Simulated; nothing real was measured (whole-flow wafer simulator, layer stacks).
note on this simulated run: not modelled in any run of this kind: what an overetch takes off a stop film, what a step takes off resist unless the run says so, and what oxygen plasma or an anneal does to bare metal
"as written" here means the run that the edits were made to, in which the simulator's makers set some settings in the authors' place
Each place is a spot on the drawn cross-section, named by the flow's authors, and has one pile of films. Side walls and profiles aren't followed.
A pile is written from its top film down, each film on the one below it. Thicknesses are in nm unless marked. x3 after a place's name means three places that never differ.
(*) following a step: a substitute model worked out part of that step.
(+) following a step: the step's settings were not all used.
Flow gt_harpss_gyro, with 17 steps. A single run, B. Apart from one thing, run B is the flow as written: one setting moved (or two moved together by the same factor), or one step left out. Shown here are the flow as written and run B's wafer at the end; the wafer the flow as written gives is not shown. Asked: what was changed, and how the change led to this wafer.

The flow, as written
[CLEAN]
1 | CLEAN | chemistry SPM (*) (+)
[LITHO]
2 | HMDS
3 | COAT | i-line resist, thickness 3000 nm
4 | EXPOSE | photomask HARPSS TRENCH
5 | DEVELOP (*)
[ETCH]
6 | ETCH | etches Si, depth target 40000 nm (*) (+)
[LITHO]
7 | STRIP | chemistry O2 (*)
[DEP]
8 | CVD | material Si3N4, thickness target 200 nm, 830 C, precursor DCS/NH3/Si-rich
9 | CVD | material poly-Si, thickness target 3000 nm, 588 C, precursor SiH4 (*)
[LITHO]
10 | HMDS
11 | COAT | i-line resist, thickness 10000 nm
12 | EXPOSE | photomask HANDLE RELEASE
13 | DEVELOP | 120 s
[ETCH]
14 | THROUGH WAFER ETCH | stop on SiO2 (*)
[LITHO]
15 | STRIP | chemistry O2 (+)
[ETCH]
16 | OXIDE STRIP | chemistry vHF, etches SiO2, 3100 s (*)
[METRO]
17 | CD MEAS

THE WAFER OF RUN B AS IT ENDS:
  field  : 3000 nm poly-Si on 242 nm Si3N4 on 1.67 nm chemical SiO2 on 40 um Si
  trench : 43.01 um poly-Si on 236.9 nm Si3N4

Cause: step 8, CVD: thickness target 242 nm was run, whereas the flow has thickness target 200 nm.
The wafer itself shows it: field has Si3N4 242, and step 8 as written asks for 200 nm.

How this came from the change, step by step:
  8 | CVD | material Si3N4, thickness target 200 nm, 830 C, precursor DCS/NH3/Si-rich
      field: +242 Si3N4 (new film) (it would be, as written: +200 Si3N4 (new film))
      trench: +236.9 Si3N4 (new film) (it would be, as written: +195.9 Si3N4 (new film))
